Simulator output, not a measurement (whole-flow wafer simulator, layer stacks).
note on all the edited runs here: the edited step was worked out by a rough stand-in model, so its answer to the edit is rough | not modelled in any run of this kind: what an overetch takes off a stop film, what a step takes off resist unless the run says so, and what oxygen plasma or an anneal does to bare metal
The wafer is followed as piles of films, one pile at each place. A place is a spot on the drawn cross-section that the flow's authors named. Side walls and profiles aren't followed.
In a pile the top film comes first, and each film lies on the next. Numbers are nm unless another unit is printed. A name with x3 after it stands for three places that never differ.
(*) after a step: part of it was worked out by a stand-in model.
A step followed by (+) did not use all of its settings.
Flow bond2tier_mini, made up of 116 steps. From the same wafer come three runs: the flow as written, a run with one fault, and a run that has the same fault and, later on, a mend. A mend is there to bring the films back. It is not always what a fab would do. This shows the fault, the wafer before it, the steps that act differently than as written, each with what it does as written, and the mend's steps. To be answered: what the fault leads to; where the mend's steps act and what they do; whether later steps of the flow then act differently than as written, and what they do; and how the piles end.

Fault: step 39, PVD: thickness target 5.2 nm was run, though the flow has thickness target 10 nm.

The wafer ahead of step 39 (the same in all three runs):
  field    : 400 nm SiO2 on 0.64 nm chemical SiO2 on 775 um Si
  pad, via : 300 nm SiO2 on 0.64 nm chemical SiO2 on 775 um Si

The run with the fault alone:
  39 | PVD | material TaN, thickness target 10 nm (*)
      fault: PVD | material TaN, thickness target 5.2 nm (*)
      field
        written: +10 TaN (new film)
        fault: +5.2 TaN (new film)
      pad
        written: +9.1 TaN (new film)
        fault: +4.73 TaN (new film)
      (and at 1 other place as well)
  Steps further on in the flow that do not act as written (1 other step is not shown; it differs only slightly, by no more than 2% or 0.5 nm, whichever is larger):
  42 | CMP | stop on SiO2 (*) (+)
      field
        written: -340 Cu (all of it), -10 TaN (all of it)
        fault: -340 Cu (all of it), -5.2 TaN (all of it)
  By the end, the piles at pad depart from the flow's by more than 2% or 0.5 nm, whichever is larger.
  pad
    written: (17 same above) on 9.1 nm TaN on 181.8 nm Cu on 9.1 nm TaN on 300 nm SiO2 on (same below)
    fault: (17 same above) on 9.1 nm TaN on 186.2 nm Cu on 4.73 nm TaN on 300 nm SiO2 on (same below)

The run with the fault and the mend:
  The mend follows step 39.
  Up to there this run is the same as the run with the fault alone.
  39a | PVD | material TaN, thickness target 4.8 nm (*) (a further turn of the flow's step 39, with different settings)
      field
        +4.8 TaN
      pad
        +4.37 TaN
      via
        +4.79 TaN
  Every later step of the flow that is run acts as written at every place that is followed.
  By the end, the piles equal the flow's at every place that both follow.
